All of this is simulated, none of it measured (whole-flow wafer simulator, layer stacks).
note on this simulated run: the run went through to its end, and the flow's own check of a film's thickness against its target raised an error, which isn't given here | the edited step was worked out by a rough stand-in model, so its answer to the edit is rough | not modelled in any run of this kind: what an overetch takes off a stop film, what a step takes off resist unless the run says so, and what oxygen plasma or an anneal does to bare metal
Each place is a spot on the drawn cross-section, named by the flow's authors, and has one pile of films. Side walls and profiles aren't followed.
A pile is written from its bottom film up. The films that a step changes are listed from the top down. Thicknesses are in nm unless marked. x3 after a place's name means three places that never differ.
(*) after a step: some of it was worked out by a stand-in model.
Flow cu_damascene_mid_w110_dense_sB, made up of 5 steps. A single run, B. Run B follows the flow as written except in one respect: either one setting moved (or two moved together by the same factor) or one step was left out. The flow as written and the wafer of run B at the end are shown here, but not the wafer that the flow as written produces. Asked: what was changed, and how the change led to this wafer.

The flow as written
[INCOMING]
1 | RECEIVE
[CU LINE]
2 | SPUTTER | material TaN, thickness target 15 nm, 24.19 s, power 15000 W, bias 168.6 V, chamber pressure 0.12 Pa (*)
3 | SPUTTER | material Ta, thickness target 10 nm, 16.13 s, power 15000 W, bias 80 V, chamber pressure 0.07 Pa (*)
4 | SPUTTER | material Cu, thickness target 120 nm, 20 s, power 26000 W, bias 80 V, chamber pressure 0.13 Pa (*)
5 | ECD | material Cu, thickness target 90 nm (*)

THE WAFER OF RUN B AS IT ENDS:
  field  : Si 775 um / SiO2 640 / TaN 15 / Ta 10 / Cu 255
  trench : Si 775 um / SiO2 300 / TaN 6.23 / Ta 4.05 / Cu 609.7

The reason: step 4, SPUTTER: thickness target 165 nm was run, whereas the flow has thickness target 120 nm; step 4, SPUTTER: 27.5 s was run, where the flow has 20 s.

How this came from the change, step by step:
  4 | SPUTTER | material Cu, thickness target 120 nm, 20 s, power 26000 W, bias 80 V, chamber pressure 0.13 Pa (*)
      field: +165 Cu (new film) (as written it would have been: +120 Cu (new film))
      trench: +68.6 Cu (new film) (as written it would have been: +49.9 Cu (new film))
  5 | ECD | material Cu, thickness target 90 nm (*)
      trench: +541.1 Cu (as written it would have been: +514.8 Cu)
